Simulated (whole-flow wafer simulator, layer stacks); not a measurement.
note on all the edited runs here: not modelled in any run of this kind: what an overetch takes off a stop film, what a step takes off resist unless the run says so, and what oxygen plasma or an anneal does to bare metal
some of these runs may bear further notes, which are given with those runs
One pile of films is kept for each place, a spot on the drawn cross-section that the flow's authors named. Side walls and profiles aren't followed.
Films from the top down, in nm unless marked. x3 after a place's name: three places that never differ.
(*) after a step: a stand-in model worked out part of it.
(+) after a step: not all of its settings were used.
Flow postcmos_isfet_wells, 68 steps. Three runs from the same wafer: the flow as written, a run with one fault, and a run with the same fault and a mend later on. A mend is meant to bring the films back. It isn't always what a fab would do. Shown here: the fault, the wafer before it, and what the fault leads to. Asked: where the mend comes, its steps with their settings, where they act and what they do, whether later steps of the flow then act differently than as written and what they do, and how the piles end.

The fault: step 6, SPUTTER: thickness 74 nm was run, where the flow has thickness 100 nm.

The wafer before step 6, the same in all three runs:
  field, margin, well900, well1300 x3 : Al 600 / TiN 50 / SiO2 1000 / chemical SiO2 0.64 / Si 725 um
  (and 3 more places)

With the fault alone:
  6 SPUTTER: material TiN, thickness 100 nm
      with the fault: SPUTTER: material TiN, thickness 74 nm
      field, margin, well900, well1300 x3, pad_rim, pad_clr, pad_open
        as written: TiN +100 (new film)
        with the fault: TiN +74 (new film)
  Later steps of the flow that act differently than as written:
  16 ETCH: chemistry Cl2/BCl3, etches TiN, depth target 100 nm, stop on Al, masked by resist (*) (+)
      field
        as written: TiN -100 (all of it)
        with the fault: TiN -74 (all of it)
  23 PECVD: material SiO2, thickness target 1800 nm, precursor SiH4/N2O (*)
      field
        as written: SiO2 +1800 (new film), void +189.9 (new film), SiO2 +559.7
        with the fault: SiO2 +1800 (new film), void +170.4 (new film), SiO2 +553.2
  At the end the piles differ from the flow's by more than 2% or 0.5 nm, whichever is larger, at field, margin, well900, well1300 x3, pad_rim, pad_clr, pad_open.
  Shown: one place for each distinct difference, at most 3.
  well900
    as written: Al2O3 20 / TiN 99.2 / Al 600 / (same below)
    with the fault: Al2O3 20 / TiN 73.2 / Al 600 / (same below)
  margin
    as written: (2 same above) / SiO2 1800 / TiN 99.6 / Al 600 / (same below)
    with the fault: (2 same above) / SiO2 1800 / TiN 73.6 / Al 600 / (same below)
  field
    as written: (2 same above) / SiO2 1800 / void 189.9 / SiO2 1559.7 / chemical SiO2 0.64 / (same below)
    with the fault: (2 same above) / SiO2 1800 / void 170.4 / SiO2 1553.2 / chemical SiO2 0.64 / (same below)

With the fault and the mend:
  The mend comes after step 15.
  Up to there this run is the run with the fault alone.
  15a STRIP: chemistry O2, 600 s (+)
      margin, well900, well1300 x3, pad_rim, pad_clr, pad_open
        KrF resist -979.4 (all of it)
  15b SPUTTER: material TiN, thickness 26 nm (the flow's step 6 once more, with other settings)
      field, margin, well900, well1300 x3, pad_rim, pad_clr, pad_open
        TiN +26
  15c HMDS: 30 s (the flow's step 8 once more)
      changes no film at any place that is followed
  15d COAT: KrF resist (the flow's step 9 once more)
      field, margin, well900, well1300 x3, pad_rim, pad_clr, pad_open
        KrF resist +1000 (new film)
  15e SOFTBAKE: material KrF resist (the flow's step 10 once more)
      changes no film at any place that is followed
  15f EBR (the flow's step 11 once more)
      changes no film at any place that is followed
  15g EXPOSE: photomask PLATE, NA 0.55, wavelength 248 nm (*) (the flow's step 12 once more)
      changes no film at any place that is followed
  15h PEB (the flow's step 13 once more)
      field, margin, well900, well1300 x3, pad_rim, pad_clr, pad_open
        KrF resist -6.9
  15i DEVELOP: 60 s (the flow's step 14 once more)
      margin, well900, well1300 x3, pad_rim, pad_clr, pad_open
        KrF resist -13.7
      field
        KrF resist -993.1 (all of it)
  No later step of the flow acts differently than as written at any place that is followed.
  At the end the piles are the same as the flow's at every place that both follow.
